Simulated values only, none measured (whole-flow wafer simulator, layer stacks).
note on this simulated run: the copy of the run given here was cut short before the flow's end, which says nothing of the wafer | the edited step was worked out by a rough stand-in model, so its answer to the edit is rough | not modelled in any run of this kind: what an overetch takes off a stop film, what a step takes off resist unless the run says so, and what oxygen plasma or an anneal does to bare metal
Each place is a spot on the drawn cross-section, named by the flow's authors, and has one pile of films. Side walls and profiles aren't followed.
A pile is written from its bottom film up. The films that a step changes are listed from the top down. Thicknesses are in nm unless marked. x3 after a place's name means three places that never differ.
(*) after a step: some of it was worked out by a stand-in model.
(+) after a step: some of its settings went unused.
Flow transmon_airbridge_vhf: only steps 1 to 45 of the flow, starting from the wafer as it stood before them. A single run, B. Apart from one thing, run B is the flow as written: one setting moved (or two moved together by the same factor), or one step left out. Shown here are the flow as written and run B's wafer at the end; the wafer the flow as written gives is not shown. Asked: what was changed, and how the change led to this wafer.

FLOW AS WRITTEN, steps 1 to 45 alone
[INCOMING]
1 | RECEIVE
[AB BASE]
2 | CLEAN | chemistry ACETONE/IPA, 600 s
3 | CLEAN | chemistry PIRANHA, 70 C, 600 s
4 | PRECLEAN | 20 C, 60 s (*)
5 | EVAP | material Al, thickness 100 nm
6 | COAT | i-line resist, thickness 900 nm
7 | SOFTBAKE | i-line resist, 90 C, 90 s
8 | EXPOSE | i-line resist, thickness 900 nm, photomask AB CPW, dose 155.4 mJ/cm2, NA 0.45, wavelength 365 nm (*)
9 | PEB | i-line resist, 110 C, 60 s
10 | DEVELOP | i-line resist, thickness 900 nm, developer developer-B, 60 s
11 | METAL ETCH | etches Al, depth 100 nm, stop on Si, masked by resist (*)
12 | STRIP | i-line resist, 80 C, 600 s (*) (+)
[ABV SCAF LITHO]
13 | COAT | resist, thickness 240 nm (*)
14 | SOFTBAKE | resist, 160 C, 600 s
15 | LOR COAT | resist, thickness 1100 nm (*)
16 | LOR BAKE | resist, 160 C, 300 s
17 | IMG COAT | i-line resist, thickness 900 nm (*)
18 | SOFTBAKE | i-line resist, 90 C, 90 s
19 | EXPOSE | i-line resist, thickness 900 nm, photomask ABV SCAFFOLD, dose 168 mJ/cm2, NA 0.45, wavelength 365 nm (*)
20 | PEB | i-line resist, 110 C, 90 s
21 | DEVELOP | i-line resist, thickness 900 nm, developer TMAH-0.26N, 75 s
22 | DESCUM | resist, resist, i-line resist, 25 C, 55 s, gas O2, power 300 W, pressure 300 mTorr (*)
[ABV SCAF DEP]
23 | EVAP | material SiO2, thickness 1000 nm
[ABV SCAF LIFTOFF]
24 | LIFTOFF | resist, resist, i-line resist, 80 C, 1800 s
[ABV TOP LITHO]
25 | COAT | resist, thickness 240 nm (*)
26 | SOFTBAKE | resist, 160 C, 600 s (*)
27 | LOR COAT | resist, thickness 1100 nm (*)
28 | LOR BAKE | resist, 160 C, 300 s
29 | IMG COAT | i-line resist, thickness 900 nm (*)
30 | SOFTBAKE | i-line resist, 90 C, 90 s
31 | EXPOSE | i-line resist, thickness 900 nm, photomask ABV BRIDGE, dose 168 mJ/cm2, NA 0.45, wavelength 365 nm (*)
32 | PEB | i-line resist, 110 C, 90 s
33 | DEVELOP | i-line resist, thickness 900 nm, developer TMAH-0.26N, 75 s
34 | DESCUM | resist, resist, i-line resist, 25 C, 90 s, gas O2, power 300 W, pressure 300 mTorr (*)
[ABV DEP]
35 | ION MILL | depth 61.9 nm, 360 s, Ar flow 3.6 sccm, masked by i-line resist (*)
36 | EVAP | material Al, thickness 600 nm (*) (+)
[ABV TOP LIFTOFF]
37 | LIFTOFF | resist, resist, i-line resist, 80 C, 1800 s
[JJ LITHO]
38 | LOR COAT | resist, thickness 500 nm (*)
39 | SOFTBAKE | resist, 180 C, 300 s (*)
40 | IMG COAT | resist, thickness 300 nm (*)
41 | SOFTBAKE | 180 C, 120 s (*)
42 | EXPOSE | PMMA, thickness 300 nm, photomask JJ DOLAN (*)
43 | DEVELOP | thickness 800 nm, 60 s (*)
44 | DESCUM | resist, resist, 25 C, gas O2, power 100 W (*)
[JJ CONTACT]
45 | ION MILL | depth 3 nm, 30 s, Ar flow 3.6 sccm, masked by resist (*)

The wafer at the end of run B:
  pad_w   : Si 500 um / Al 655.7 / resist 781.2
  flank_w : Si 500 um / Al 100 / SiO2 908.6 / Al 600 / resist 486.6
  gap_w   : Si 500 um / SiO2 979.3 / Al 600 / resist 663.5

Cause: step 35, ION MILL: 207 s was run, whereas the flow has 360 s.

How this came from the change, step by step:
  35 | ION MILL | depth 61.9 nm, 360 s, Ar flow 3.6 sccm, masked by i-line resist (*)
      field x3, jj_line, ground_far, trace_open_s x2, margin_s, margin_n: -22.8 i-line resist (as written it would have been: -39.7 i-line resist)
      flank_w, gap_w, cpw_trace, gap_e, flank_e, bridge_strip: -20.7 SiO2 (as written it would have been: -36 SiO2)
      (also at 2 further places)
  37 | LIFTOFF | resist, resist, i-line resist, 80 C, 1800 s
      field x3, jj_line, trace_open_s x2: -600 Al (all of it), -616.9 i-line resist (all of it), -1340 resist (all of it) (as written it would have been: -600 Al (all of it), -600 i-line resist (all of it), -1340 resist (all of it))
      margin_s, margin_n: -600 Al (all of it), -335.2 i-line resist (all of it), -992 resist (all of it) (as written it would have been: -600 Al (all of it), -318.3 i-line resist (all of it), -992 resist (all of it))
      (also at 1 further place)
